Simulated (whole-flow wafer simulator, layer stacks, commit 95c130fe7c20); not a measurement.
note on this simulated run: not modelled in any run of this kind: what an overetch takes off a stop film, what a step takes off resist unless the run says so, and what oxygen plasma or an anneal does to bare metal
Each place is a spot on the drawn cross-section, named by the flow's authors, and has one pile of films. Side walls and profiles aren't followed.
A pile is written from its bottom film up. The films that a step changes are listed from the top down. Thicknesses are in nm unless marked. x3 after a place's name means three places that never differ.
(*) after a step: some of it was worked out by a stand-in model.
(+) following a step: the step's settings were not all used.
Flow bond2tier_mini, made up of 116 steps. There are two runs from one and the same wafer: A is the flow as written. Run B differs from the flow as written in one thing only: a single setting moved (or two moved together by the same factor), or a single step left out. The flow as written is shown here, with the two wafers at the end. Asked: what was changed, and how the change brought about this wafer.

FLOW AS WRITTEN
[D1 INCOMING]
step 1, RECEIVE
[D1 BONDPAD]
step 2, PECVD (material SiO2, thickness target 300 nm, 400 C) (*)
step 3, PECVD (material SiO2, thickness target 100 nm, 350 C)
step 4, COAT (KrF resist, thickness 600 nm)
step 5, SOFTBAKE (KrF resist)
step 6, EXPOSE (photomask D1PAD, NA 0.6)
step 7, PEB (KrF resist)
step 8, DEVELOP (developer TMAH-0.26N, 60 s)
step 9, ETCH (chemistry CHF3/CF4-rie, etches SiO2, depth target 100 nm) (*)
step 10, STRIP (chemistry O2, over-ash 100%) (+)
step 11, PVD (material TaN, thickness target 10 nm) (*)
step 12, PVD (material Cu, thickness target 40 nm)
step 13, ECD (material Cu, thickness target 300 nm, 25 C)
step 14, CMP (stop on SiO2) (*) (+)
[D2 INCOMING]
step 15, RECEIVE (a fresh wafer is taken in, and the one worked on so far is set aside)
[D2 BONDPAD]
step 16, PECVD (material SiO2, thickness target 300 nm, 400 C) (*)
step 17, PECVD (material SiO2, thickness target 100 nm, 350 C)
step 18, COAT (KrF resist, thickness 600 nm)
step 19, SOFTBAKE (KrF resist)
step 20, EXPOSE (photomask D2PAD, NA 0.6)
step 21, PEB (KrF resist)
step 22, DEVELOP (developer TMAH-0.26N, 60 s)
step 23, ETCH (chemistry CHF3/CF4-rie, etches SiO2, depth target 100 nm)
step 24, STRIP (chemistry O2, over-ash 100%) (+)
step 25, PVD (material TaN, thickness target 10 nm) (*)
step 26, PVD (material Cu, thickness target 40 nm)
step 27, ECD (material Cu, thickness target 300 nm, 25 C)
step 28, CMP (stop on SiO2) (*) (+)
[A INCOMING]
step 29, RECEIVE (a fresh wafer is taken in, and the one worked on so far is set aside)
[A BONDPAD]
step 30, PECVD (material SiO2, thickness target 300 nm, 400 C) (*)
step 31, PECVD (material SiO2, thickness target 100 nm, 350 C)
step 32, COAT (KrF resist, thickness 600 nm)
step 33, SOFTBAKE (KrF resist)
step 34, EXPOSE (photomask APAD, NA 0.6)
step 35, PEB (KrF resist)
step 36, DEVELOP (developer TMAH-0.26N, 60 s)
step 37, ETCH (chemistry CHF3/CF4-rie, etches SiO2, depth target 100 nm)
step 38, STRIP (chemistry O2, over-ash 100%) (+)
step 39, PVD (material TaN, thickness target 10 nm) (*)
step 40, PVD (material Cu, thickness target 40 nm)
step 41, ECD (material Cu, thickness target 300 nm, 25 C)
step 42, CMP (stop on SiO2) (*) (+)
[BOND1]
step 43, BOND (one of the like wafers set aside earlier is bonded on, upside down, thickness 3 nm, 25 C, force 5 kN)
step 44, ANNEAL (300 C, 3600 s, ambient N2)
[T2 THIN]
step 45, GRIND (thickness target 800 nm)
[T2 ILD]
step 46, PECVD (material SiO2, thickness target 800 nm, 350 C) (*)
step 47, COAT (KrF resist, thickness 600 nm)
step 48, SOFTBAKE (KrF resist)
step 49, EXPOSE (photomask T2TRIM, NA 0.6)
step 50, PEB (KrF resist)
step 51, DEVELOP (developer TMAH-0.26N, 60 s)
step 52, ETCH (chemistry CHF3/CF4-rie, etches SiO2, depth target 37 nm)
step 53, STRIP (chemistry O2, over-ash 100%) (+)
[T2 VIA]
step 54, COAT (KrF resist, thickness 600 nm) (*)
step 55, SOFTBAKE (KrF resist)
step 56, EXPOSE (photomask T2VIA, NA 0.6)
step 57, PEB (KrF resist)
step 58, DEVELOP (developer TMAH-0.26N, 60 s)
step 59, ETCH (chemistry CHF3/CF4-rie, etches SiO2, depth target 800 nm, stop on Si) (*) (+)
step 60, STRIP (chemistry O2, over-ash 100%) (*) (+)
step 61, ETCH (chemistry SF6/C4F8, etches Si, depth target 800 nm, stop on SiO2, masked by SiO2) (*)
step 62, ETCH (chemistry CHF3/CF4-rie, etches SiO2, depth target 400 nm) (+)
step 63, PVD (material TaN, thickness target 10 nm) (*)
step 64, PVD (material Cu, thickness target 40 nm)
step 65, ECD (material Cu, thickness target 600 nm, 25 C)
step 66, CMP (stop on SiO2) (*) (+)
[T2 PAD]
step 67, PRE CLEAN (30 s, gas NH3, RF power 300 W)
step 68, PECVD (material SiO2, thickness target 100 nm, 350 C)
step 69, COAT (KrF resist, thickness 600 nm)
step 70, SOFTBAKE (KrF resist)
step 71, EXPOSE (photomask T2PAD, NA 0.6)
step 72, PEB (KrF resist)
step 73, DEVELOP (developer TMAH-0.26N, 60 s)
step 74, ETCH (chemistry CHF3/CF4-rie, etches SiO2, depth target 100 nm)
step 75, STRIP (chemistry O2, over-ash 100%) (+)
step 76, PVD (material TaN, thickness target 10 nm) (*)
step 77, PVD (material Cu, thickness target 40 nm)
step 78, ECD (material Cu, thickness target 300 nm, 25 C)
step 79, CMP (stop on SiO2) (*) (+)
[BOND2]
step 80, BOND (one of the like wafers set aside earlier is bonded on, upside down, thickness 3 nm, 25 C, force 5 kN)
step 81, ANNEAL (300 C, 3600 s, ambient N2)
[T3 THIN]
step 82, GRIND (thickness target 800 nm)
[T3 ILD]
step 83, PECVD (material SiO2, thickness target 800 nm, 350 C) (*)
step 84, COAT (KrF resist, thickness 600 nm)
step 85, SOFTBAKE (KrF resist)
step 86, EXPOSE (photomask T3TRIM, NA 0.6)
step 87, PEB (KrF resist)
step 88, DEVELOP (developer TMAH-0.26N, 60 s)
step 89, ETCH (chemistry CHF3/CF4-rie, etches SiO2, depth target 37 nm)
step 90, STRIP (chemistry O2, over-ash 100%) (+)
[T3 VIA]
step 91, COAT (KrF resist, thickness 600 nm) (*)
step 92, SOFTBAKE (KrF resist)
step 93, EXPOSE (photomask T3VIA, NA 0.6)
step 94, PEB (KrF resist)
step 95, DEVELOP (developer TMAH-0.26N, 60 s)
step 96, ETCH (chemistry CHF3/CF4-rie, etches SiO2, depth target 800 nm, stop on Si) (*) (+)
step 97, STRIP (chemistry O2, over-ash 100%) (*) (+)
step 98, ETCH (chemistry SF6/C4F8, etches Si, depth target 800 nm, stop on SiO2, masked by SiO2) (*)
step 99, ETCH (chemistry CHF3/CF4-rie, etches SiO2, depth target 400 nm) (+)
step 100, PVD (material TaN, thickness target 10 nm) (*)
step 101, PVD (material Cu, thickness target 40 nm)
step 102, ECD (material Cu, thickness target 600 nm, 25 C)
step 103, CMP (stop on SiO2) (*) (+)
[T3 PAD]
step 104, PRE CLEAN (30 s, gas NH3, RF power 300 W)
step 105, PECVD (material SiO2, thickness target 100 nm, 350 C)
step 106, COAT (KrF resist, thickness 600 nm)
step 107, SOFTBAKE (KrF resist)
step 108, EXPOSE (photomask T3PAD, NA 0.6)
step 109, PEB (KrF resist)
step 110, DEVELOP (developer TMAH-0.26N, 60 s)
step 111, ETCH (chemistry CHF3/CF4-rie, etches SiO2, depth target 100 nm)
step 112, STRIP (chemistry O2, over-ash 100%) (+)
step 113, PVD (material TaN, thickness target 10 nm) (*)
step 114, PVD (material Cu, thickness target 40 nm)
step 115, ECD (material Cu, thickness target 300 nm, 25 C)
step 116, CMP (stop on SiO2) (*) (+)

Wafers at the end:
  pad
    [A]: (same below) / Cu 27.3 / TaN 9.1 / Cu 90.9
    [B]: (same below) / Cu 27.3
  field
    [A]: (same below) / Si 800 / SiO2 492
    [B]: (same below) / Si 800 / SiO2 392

What caused this: step 105, PECVD: material SiO2, thickness target 100 nm, 350 C, was omitted.

Step by step, how the change led to this:
  step 111, ETCH (chemistry CHF3/CF4-rie, etches SiO2, depth target 100 nm)
      pad: A SiO2 loses 100 (all of it) | B nothing
  step 113, PVD (material TaN, thickness target 10 nm) (*)
      pad: A TaN gains 9.1 (new film) | B TaN gains 10 (new film)
  step 114, PVD (material Cu, thickness target 40 nm)
      pad: A Cu gains 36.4 (new film) | B Cu gains 40 (new film)
  step 115, ECD (material Cu, thickness target 300 nm, 25 C)
      pad: A Cu gains 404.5 | B Cu gains 300
  step 116, CMP (stop on SiO2) (*) (+)
      pad: A Cu loses 350 | B Cu loses 340 (all of it), TaN loses 10 (all of it)
